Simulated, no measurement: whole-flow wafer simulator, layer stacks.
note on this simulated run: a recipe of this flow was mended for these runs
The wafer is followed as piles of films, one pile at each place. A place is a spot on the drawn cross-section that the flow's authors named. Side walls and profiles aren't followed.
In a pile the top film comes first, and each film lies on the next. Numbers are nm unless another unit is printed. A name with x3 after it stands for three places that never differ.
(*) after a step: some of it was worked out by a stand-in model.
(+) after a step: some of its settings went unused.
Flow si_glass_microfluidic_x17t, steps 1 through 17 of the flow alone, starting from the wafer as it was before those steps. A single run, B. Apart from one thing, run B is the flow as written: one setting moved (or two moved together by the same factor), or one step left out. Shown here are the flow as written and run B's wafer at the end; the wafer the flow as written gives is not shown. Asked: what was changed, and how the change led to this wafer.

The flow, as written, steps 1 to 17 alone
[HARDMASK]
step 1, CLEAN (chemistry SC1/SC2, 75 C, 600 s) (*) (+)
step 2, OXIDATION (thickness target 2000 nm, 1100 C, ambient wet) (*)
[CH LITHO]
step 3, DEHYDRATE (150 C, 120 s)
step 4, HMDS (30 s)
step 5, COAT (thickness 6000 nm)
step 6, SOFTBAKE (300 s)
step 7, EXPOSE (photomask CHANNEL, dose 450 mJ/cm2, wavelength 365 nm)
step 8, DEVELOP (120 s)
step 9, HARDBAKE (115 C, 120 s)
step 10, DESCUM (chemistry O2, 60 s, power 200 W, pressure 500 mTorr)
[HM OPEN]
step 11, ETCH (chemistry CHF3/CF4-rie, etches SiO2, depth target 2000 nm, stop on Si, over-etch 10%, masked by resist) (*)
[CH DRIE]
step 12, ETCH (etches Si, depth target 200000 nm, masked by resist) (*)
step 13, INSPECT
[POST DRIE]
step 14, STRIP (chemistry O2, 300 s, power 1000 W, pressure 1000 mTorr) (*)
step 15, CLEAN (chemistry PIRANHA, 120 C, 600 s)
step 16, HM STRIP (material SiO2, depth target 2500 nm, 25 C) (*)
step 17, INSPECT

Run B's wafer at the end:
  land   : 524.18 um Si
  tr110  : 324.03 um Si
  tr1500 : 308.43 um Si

What caused this: step 2, OXIDATION: thickness target 1856 nm was run, whereas the flow has thickness target 2000 nm.

Step by step, how the change led to this:
  step 2, OXIDATION (thickness target 2000 nm, 1100 C, ambient wet) (*)
      land, tr110, tr1500, tr15: +1856 SiO2 (new film), -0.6 chemical SiO2 (all of it), -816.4 Si (in the flow as written it would be: +2000 SiO2 (new film), -0.6 chemical SiO2 (all of it), -879.7 Si)
  step 11, ETCH (chemistry CHF3/CF4-rie, etches SiO2, depth target 2000 nm, stop on Si, over-etch 10%, masked by resist) (*)
      tr110, tr1500, tr15: -1856 SiO2 (all of it), -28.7 Si (in the flow as written it would be: -2000 SiO2 (all of it), -16.7 Si)
      land: -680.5 thick-i-line-resist (in the flow as written it would be: -733.3 thick-i-line-resist)
  step 12, ETCH (etches Si, depth target 200000 nm, masked by resist) (*)
      tr1500: -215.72 um Si (in the flow as written it would be: -215.73 um Si)
      tr15: -150.02 um Si (in the flow as written it would be: -149.99 um Si)
  step 14, STRIP (chemistry O2, 300 s, power 1000 W, pressure 1000 mTorr) (*)
      land: -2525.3 thick-i-line-resist (all of it) (in the flow as written it would be: -2472.3 thick-i-line-resist (all of it))
  step 16, HM STRIP (material SiO2, depth target 2500 nm, 25 C) (*)
      land: -1856 SiO2 (all of it) (in the flow as written it would be: -2000 SiO2 (all of it))
